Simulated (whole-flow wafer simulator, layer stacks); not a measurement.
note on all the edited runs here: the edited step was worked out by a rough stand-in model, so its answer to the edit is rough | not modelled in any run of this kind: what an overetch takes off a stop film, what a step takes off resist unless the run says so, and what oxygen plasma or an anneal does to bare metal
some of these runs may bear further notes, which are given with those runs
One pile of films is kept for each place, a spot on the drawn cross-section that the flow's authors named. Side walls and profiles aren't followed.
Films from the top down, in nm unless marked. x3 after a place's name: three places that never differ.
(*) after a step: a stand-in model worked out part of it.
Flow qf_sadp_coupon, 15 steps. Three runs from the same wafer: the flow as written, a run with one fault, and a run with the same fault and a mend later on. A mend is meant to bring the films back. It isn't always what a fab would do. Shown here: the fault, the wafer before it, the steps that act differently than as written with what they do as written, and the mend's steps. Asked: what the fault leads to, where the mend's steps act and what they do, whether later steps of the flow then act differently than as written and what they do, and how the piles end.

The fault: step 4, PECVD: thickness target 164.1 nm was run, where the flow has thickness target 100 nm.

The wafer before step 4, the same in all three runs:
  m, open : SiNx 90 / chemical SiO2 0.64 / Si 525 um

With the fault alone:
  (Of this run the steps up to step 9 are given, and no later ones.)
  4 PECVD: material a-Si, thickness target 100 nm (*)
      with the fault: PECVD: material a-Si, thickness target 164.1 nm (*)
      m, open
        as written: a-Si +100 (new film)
        with the fault: a-Si +164.1 (new film)
  No later step of the flow up to step 9 acts differently than as written at any place that is followed.
  After step 9 the piles differ from the flow's by more than 2% or 0.5 nm, whichever is larger, at m, open.
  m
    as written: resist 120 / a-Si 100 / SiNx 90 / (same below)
    with the fault: resist 120 / a-Si 164.1 / SiNx 90 / (same below)
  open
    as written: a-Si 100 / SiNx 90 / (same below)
    with the fault: a-Si 164.1 / SiNx 90 / (same below)

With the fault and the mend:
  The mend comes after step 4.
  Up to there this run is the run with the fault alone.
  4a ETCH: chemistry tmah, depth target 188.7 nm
      m, open
        a-Si -164.1 (all of it)
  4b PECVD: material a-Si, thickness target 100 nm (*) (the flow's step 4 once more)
      m, open
        a-Si +100 (new film)
  No later step of the flow acts differently than as written at any place that is followed.
  At the end the piles are the same as the flow's at every place that both follow.
